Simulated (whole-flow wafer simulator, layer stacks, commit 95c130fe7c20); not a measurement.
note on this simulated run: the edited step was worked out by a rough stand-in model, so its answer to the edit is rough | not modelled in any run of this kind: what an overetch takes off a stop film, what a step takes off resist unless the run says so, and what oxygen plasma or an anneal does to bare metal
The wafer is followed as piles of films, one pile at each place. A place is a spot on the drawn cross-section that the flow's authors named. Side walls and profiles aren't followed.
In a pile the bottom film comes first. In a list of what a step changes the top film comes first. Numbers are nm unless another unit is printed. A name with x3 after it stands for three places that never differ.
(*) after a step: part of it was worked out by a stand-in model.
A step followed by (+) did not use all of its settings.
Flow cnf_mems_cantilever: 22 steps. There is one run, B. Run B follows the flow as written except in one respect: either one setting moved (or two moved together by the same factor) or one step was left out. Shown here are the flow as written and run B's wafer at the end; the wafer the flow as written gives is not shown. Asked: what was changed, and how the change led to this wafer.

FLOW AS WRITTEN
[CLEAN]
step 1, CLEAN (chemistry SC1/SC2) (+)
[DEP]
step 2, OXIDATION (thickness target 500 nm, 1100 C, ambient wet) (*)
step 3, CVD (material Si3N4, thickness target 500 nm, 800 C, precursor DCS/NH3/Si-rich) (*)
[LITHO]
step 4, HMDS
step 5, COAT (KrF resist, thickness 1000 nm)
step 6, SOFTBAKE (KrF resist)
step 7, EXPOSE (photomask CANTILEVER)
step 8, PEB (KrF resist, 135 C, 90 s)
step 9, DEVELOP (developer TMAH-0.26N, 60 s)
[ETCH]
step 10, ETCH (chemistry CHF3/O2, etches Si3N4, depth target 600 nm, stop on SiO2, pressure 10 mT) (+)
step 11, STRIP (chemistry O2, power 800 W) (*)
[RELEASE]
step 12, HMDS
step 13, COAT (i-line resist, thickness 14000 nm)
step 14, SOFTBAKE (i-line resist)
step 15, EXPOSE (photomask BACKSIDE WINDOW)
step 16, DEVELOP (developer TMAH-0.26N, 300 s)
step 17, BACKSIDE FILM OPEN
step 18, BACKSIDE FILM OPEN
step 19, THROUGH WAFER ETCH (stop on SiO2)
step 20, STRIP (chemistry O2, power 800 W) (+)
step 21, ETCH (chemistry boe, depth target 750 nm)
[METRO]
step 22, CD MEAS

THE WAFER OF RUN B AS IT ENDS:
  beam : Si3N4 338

The reason: step 3, CVD: thickness target 338 nm was run, while the flow as written has thickness target 500 nm.
One can read it off the wafer: beam has Si3N4 338, and step 3 as written asks for 500 nm.

Step by step, how the change led to this:
  step 3, CVD (material Si3N4, thickness target 500 nm, 800 C, precursor DCS/NH3/Si-rich) (*)
      field, beam: Si3N4 gains 338 (new film) (it would be, as written: Si3N4 gains 500 (new film))
  step 10, ETCH (chemistry CHF3/O2, etches Si3N4, depth target 600 nm, stop on SiO2, pressure 10 mT) (+)
      field: Si3N4 loses 338 (all of it) (it would be, as written: Si3N4 loses 500 (all of it))
      beam: KrF resist loses 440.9 (it would be, as written: KrF resist loses 521.7)
  step 11, STRIP (chemistry O2, power 800 W) (*)
      beam: KrF resist loses 500.8 (all of it) (it would be, as written: KrF resist loses 419.9 (all of it))
